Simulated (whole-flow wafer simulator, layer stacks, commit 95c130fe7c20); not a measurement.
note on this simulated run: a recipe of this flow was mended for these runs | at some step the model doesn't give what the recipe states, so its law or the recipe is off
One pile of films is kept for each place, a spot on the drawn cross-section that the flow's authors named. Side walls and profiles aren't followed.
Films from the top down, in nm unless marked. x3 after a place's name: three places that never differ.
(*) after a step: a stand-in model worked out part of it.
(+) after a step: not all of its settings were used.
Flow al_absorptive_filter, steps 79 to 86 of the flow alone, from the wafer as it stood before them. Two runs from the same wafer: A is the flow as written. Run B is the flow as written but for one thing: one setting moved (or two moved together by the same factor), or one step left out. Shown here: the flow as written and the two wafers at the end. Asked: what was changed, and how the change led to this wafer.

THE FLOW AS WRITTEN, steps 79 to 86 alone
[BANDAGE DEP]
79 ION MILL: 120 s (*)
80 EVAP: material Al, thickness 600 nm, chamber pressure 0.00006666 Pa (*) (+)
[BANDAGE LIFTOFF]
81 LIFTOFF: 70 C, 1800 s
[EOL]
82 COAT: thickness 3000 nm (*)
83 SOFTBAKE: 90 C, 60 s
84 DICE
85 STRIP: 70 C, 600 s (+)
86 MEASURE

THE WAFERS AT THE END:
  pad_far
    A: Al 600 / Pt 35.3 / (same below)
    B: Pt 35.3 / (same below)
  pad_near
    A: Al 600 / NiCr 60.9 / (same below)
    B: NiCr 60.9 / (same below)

The cause: step 80, EVAP: material Al, thickness 600 nm, chamber pressure 0.00006666 Pa (*) (+), was left out.

How the change led to this, step by step:
  81 LIFTOFF: 70 C, 1800 s
      xa_field, xl_land, idc_field: A Al -600 (all of it), i-line-resist -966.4 (all of it), lift-off-underlayer -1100 (all of it), acrylic-e-beam-resist -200 (all of it) | B i-line-resist -966.4 (all of it), lift-off-underlayer -1100 (all of it), acrylic-e-beam-resist -200 (all of it)
      gnd: A Al -600 (all of it), i-line-resist -968.3 (all of it), lift-off-underlayer -1103.3 (all of it), acrylic-e-beam-resist -200.9 (all of it) | B i-line-resist -968.3 (all of it), lift-off-underlayer -1103.3 (all of it), acrylic-e-beam-resist -200.9 (all of it)
      (and at 8 more places)
  82 COAT: thickness 3000 nm (*)
      gnd: A i-line-resist +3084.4 (new film) | B i-line-resist +3001.6 (new film)
      pad_far: A i-line-resist +2560.9 (new film) | B i-line-resist +3007.3 (new film)
      (and at 3 more places)
  83 SOFTBAKE: 90 C, 60 s
      gnd: A i-line-resist +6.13 | B i-line-resist +0.8
      pad_far: A i-line-resist -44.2 | B i-line-resist -0.78
      (and at 3 more places)
  85 STRIP: 70 C, 600 s (+)
      gnd: A i-line-resist -3090.5 (all of it) | B i-line-resist -3002.4 (all of it)
      pad_far: A i-line-resist -2516.7 (all of it) | B i-line-resist -3006.5 (all of it)
      (and at 3 more places)
Counting metal films that touch as one body, pad_near has 1 body; the flow as written gives 2 bodies (between them, from the top down: NiCr 60.9).
